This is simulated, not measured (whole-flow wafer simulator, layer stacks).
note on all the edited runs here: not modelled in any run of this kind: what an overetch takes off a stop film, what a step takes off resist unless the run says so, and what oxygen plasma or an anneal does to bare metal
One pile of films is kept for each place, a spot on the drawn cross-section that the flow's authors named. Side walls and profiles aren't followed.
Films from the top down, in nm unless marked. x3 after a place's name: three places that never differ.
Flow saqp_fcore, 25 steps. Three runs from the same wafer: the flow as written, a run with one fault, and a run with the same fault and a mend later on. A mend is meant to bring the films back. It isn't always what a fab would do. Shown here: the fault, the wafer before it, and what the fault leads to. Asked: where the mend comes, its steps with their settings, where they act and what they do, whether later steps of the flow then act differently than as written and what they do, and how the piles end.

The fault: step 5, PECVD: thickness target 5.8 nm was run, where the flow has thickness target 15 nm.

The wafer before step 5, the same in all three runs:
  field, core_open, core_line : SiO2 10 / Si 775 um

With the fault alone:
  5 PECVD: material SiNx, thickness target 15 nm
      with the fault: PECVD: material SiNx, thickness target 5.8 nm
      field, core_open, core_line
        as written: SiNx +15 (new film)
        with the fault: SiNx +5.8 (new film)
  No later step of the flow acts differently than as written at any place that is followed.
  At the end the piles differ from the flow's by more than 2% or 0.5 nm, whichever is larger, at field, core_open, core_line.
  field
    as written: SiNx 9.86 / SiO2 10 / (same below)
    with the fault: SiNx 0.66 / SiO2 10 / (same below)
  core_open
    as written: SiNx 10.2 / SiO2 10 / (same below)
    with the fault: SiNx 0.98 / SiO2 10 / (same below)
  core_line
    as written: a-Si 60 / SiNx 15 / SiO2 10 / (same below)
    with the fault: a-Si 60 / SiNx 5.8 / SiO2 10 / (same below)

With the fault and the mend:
  The mend comes after step 5.
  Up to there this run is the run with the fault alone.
  5a PECVD: material SiNx, thickness target 9.2 nm (the flow's step 5 once more, with other settings)
      field, core_open, core_line
        SiNx +9.2
  No later step of the flow acts differently than as written at any place that is followed.
  At the end the piles are the same as the flow's at every place that both follow.
